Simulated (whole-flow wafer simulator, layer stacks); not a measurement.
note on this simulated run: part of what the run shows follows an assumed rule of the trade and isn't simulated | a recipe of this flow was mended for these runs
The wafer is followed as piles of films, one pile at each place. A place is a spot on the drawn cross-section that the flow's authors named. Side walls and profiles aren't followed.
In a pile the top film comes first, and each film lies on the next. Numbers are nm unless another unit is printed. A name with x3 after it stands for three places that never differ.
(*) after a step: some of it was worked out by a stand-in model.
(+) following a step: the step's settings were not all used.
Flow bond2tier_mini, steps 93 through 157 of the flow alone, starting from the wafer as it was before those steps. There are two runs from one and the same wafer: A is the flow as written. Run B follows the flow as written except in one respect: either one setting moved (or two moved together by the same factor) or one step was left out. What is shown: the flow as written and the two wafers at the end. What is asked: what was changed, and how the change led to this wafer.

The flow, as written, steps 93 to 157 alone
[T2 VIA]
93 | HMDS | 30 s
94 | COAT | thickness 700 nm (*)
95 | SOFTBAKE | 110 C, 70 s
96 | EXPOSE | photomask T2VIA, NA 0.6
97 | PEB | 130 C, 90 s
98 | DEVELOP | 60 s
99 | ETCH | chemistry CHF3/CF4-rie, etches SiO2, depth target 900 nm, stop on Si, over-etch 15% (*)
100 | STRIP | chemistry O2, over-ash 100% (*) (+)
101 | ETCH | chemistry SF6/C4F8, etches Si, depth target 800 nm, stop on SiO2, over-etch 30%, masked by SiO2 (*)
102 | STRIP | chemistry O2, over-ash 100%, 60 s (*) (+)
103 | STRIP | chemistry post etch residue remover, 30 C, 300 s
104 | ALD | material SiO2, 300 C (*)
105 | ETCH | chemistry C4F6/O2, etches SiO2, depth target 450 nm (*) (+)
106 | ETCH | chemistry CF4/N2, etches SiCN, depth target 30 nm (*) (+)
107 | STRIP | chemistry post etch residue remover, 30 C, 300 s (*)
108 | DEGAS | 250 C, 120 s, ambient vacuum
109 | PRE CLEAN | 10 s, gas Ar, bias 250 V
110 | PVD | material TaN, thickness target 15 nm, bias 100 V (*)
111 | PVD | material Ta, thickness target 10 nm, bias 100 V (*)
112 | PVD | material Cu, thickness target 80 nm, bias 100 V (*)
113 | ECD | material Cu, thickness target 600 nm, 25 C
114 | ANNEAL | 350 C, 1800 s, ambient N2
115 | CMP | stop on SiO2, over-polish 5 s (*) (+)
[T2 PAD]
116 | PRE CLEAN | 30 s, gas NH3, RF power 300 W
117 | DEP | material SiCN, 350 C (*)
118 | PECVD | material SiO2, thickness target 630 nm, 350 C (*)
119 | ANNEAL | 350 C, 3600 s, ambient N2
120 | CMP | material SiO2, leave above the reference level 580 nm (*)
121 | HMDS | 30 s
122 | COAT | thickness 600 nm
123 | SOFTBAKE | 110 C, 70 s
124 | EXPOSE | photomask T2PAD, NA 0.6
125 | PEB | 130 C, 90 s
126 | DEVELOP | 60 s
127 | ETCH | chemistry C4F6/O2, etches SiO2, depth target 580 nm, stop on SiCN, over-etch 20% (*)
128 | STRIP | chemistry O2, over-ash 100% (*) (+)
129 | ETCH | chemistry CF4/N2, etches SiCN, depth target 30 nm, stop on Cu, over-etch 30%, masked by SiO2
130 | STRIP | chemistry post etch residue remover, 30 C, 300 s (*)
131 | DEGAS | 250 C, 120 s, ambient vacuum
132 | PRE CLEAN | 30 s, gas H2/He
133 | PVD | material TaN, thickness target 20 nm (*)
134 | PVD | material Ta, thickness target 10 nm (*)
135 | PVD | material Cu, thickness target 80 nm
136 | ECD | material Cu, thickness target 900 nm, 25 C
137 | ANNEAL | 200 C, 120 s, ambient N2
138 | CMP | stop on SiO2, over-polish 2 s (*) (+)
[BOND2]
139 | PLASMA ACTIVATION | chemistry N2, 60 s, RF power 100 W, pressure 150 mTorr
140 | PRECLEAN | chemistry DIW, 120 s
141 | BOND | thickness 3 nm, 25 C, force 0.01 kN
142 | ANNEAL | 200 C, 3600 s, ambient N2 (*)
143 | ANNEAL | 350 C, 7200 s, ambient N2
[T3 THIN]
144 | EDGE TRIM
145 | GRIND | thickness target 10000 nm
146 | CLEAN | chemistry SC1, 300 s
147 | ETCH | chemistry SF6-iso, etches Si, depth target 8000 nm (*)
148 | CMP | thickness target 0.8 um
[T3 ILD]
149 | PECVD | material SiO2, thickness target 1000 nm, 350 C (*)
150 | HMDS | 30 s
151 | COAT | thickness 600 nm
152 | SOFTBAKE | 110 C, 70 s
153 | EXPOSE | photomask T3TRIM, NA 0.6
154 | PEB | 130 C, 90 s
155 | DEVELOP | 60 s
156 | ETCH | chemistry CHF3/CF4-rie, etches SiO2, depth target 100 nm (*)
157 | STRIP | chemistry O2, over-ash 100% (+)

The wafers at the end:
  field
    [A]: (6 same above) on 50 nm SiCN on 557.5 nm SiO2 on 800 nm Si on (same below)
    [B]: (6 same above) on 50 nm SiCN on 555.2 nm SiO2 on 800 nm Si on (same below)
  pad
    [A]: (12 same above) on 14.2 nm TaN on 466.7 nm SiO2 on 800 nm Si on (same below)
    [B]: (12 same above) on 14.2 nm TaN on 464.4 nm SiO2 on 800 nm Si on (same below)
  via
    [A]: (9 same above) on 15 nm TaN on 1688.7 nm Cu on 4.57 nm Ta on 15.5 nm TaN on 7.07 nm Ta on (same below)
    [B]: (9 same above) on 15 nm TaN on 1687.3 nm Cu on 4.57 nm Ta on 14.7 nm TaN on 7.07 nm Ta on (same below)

What caused this: step 106, ETCH: depth target 33.5 nm was run, whereas the flow has depth target 30 nm.

Step by step, how the change led to this:
  106 | ETCH | chemistry CF4/N2, etches SiCN, depth target 30 nm (*) (+)
      field, pad: A -20 SiO2 | B -22.3 SiO2
      via: A -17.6 SiCN (all of it), -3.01 TaN | B -17.6 SiCN (all of it), -3.87 TaN
